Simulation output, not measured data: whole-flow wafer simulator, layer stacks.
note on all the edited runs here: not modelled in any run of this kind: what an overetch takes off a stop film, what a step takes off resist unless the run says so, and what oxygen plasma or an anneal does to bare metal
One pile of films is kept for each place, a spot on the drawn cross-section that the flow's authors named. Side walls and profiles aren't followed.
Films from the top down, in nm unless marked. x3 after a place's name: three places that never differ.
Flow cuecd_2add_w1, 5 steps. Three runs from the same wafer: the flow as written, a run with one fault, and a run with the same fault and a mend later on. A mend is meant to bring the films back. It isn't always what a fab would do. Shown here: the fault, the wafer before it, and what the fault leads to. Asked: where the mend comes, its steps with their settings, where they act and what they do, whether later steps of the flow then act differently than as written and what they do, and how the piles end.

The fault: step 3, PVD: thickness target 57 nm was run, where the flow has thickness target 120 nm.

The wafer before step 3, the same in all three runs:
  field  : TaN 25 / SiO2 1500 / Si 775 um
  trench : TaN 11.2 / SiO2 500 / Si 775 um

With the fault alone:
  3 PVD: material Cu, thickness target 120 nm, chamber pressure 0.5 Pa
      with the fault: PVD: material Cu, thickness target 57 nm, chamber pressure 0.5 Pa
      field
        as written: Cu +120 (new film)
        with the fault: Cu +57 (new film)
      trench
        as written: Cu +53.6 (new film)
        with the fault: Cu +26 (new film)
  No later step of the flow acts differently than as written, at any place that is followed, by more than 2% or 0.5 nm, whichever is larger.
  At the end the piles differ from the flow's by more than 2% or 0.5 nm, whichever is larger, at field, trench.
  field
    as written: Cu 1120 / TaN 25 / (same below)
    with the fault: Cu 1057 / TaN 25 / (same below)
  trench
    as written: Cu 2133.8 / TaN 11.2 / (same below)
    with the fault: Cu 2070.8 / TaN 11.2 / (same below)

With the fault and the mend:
  The mend comes after step 3.
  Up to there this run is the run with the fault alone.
  3a PVD: material Cu, thickness target 63 nm, chamber pressure 0.5 Pa (the flow's step 3 once more, with other settings)
      field
        Cu +63
      trench
        Cu +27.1
  No later step of the flow acts differently than as written, at any place that is followed, by more than 2% or 0.5 nm, whichever is larger.
  At the end the piles are the same as the flow's at every place that both follow.
